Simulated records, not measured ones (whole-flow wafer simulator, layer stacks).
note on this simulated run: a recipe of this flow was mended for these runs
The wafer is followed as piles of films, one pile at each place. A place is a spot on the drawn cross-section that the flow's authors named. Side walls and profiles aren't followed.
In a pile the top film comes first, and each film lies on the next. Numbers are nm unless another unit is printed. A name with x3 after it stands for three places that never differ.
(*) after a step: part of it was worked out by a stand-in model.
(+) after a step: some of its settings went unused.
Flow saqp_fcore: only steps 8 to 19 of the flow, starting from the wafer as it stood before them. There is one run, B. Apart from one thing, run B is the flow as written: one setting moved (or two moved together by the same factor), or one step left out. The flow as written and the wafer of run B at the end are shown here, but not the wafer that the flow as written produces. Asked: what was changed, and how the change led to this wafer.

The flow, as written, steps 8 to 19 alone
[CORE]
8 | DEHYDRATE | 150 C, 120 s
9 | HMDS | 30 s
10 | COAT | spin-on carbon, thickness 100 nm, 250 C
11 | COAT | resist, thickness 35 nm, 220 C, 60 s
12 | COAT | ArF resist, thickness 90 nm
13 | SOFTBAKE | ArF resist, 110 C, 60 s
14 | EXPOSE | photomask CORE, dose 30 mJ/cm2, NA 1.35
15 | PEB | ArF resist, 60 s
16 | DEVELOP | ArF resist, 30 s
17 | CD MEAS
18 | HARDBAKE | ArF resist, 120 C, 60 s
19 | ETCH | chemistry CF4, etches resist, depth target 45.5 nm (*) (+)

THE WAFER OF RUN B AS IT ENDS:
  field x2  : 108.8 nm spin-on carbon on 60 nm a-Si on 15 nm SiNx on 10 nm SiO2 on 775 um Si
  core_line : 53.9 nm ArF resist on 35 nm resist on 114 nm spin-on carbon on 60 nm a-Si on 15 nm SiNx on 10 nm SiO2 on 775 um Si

Cause: step 10, COAT: thickness 114 nm was run, though the flow has thickness 100 nm.
One can read it off the wafer: core_line has spin-on carbon 114, and step 10 as written asks for 100 nm.

The path from the change to this, step by step:
  10 | COAT | spin-on carbon, thickness 100 nm, 250 C
      field x2, core_line: spin-on carbon gains 114 (new film) (as written it would have been: spin-on carbon gains 100 (new film))
